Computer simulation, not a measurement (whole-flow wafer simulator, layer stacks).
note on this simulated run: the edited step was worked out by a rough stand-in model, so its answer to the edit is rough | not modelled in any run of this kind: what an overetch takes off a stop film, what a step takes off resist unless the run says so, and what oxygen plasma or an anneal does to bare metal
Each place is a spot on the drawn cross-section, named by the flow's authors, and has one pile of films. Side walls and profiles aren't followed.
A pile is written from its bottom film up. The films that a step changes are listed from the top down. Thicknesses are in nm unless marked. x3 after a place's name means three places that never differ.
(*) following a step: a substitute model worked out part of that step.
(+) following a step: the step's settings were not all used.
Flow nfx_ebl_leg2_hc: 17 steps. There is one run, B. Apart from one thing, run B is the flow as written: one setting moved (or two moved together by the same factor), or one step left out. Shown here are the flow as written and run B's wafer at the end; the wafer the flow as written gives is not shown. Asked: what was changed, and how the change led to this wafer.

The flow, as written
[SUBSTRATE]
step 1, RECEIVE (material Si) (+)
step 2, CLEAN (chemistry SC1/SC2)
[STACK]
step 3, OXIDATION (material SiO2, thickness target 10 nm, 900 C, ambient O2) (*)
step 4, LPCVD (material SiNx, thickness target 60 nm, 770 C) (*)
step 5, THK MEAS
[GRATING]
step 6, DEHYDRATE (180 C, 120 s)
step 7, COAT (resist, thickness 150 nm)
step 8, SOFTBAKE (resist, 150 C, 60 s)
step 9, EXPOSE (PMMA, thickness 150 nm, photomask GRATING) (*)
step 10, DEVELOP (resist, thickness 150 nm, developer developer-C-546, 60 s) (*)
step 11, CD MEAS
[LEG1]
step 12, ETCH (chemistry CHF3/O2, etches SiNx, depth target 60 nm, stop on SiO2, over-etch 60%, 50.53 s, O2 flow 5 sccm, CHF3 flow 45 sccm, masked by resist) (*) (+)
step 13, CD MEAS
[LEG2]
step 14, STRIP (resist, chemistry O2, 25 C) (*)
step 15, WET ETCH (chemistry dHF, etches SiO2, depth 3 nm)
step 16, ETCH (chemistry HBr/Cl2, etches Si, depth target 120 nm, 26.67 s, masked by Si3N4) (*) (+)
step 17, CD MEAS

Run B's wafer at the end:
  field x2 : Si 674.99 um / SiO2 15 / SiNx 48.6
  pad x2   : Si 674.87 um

The reason: step 3, OXIDATION: thickness target 15 nm was run, while the flow as written has thickness target 10 nm.
The wafer lets one read it off: field x2 has SiO2 15, and step 3 as written asks for 10 nm.

How this came from the change, step by step:
  step 3, OXIDATION (material SiO2, thickness target 10 nm, 900 C, ambient O2) (*)
      field x2, pad x2: +15 SiO2 (new film), -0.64 chemical SiO2 (all of it), -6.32 Si (in the flow as written it would be: +10 SiO2 (new film), -0.64 chemical SiO2 (all of it), -4.12 Si)
  step 12, ETCH (chemistry CHF3/O2, etches SiNx, depth target 60 nm, stop on SiO2, over-etch 60%, 50.53 s, O2 flow 5 sccm, CHF3 flow 45 sccm, masked by resist) (*) (+)
      pad x2: -60 SiNx (all of it), -15 SiO2 (all of it) (in the flow as written it would be: -60 SiNx (all of it), -10 SiO2 (all of it))
